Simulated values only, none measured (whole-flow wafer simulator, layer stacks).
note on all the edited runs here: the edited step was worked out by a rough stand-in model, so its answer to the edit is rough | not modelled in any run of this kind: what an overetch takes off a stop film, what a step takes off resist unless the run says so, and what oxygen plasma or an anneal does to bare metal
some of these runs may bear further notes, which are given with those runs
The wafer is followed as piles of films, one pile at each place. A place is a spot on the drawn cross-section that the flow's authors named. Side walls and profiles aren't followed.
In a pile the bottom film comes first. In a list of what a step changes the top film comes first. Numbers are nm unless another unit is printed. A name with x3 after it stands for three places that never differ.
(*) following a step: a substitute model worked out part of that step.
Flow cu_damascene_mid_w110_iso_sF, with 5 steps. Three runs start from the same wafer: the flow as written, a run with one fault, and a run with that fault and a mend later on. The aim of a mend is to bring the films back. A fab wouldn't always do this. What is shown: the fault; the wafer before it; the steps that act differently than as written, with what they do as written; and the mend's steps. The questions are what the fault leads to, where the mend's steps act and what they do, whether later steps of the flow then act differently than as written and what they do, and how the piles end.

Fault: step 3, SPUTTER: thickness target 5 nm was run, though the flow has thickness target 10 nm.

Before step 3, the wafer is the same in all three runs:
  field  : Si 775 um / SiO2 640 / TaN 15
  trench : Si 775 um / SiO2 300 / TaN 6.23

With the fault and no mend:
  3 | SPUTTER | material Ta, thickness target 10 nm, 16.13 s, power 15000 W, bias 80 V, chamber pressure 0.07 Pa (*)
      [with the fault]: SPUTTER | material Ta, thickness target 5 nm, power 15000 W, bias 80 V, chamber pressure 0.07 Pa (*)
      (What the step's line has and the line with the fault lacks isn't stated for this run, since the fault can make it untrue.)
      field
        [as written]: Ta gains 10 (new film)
        [with the fault]: Ta gains 5 (new film)
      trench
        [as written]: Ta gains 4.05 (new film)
        [with the fault]: Ta gains 2.02 (new film)
  None of the later steps of the flow differs from how it acts as written, at any place that is followed, by more than 2% or 0.5 nm, whichever is larger.
  At field, trench, the piles at the end differ from the flow's by more than 2% or 0.5 nm, whichever is larger.
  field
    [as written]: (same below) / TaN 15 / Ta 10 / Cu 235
    [with the fault]: (same below) / TaN 15 / Ta 5 / Cu 235
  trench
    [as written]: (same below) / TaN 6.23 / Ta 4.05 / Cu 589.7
    [with the fault]: (same below) / TaN 6.23 / Ta 2.02 / Cu 586.7

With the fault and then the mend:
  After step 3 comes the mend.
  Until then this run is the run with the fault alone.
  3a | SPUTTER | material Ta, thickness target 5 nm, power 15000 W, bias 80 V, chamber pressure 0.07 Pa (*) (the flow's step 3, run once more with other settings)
      field
        Ta gains 5
      trench
        Ta gains 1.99
  None of the later steps of the flow differs from how it acts as written, at any place that is followed, by more than 2% or 0.5 nm, whichever is larger.
  When the end is reached, the piles differ only a little from the flow's at the places that both follow, at most by 2% or 0.5 nm, whichever is larger.
